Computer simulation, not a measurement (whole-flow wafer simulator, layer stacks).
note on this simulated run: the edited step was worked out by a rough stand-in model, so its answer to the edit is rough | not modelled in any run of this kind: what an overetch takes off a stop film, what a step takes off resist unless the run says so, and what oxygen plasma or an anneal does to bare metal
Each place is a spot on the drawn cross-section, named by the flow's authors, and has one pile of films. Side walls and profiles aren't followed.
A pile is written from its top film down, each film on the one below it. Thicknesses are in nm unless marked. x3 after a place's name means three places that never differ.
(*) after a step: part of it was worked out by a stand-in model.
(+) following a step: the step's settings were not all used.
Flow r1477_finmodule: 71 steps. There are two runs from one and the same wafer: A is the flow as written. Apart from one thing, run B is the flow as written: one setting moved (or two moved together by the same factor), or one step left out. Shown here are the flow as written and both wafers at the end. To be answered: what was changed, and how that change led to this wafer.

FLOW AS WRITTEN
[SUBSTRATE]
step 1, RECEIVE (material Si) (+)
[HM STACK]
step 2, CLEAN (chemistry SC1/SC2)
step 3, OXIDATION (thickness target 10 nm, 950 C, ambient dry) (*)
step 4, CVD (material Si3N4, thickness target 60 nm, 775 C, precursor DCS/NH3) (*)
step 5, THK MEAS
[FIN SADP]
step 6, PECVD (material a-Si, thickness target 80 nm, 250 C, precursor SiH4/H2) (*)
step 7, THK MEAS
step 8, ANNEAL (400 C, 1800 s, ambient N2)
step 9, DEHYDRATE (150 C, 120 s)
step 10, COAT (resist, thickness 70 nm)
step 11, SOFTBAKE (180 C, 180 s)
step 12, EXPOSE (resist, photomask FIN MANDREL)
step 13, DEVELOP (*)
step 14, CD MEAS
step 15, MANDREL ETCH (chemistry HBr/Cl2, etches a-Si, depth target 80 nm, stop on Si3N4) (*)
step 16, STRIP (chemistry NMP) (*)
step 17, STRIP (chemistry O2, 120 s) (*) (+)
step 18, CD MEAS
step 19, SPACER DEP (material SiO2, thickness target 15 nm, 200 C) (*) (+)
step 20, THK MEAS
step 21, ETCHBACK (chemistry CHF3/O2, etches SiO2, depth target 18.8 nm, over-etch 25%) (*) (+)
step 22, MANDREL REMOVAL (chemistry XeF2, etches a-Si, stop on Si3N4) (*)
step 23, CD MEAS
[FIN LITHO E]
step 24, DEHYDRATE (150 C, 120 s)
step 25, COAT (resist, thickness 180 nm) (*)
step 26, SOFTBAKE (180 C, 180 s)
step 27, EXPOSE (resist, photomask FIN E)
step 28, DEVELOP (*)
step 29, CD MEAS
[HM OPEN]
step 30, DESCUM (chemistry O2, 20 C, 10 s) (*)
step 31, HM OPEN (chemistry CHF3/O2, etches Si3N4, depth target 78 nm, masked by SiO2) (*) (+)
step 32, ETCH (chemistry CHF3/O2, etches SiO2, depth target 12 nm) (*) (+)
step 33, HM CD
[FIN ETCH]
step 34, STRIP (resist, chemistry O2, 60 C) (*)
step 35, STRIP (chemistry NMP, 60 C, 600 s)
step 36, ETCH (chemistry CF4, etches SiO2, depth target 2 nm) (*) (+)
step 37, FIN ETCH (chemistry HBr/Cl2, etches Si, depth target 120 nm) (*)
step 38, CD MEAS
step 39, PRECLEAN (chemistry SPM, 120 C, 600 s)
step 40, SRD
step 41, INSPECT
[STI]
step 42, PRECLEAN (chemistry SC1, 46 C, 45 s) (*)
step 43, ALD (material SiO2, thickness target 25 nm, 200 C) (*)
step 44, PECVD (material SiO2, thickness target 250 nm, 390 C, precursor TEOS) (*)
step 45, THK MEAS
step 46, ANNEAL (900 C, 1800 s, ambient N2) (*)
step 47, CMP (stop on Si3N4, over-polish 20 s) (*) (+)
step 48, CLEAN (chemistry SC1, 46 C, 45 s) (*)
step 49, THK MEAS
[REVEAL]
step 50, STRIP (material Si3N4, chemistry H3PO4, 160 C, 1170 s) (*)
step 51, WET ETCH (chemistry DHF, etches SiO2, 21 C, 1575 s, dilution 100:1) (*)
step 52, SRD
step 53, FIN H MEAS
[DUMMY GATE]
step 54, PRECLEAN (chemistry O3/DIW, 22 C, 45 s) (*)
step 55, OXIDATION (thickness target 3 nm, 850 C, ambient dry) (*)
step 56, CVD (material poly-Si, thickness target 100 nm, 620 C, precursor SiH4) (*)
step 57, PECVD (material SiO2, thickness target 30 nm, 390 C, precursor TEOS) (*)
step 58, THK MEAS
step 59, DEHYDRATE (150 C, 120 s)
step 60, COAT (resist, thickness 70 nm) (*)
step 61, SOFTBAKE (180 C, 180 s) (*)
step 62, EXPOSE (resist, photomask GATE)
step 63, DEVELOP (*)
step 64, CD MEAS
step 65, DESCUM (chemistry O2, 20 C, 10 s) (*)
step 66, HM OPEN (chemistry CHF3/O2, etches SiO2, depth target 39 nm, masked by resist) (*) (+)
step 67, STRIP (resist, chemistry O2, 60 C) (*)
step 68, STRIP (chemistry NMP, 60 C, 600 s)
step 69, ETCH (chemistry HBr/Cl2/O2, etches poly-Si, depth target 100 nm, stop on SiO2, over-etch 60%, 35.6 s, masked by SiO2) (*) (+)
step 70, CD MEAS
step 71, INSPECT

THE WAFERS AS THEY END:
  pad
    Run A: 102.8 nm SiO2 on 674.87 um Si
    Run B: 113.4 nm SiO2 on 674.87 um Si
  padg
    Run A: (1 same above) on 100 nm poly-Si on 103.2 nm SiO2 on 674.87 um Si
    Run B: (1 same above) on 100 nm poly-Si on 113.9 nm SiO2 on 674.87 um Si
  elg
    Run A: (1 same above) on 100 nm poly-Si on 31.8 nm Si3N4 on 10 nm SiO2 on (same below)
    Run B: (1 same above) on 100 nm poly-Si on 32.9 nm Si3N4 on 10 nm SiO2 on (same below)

The reason: step 51, WET ETCH: 17.79 C was run, though the flow has 21 C.

How this came from the change, step by step:
  step 51, WET ETCH (chemistry DHF, etches SiO2, 21 C, 1575 s, dilution 100:1) (*)
      pad, padg, e40sg and 12 more: A -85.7 SiO2 | B -75.1 SiO2
      elg, e40lg, e100lg, e200lg, elo, e40lo, e100lo, e200lo: A -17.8 SiO2 (all of it), -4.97 Si3N4 | B -17.8 SiO2 (all of it), -3.82 Si3N4
      (and at 7 other places as well)
  step 56, CVD (material poly-Si, thickness target 100 nm, 620 C, precursor SiH4) (*)
      s40cg, s40co: A +113.9 poly-Si (new film) | B +104.1 poly-Si (new film)
      s45cg, s45co: A +113.4 poly-Si (new film) | B +103.6 poly-Si (new film)
      (and at 3 other places as well)
  step 60, COAT (resist, thickness 70 nm) (*)
      e40sg, eso, e40so: A +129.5 resist (new film) | B +120.5 resist (new film)
      e100sg, e100so: A +129.4 resist (new film) | B +120.4 resist (new film)
      (and at 8 other places as well)
  step 63, DEVELOP (*)
      eso, e40so: A -129.5 resist (all of it) | B -120.5 resist (all of it)
      e100so: A -129.4 resist (all of it) | B -120.4 resist (all of it)
      (and at 4 other places as well)
  step 67, STRIP (resist, chemistry O2, 60 C) (*)
      e40sg: A -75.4 resist (all of it) | B -66.4 resist (all of it)
      e100sg: A -75.3 resist (all of it) | B -66.3 resist (all of it)
      (and at 4 other places as well)
  step 69, ETCH (chemistry HBr/Cl2/O2, etches poly-Si, depth target 100 nm, stop on SiO2, over-etch 60%, 35.6 s, masked by SiO2) (*) (+)
      s40co: A -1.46 chemical SiO2 (all of it), -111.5 poly-Si (all of it), -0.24 SiO2 | B -1.41 chemical SiO2 (all of it), -101.7 poly-Si (all of it), -0.29 SiO2
      s45co: A -1.46 chemical SiO2 (all of it), -110.9 poly-Si (all of it), -0.25 SiO2 | B -1.41 chemical SiO2 (all of it), -101.1 poly-Si (all of it), -0.29 SiO2
      (and at 1 other place as well)
